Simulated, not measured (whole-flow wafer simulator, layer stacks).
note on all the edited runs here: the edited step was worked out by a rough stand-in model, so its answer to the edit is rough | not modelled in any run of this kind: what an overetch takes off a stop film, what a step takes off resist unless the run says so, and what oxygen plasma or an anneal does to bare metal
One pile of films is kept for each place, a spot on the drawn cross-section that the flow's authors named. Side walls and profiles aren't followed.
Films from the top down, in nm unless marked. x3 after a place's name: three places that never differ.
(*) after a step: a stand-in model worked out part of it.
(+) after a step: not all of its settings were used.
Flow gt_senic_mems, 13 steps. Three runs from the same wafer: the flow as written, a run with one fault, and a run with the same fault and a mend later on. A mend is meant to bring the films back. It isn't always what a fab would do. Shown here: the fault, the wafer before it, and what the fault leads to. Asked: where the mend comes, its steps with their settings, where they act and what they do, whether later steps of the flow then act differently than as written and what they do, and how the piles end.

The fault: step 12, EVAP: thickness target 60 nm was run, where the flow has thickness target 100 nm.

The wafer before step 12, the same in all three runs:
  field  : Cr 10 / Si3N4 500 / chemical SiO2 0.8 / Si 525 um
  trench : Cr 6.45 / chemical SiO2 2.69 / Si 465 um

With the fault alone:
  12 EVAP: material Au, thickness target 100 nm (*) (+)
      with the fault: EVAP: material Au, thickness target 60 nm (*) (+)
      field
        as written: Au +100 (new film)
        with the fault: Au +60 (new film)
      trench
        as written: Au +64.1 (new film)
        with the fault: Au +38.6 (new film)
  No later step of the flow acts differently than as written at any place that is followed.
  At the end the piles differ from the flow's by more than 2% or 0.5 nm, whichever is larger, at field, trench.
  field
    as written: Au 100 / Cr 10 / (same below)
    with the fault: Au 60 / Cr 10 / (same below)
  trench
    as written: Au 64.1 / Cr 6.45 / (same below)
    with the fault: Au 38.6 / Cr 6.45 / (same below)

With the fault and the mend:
  The mend comes after step 13.
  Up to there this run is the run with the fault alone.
  13a EVAP: material Au, thickness target 40 nm (*) (+) (the flow's step 12 once more, with other settings)
      field
        Au +40
      trench
        Au +25.8
  No later step of the flow acts differently than as written at any place that is followed.
  At the end the piles differ from the flow's only slightly at the places that both follow, by at most 2% or 0.5 nm, whichever is larger.
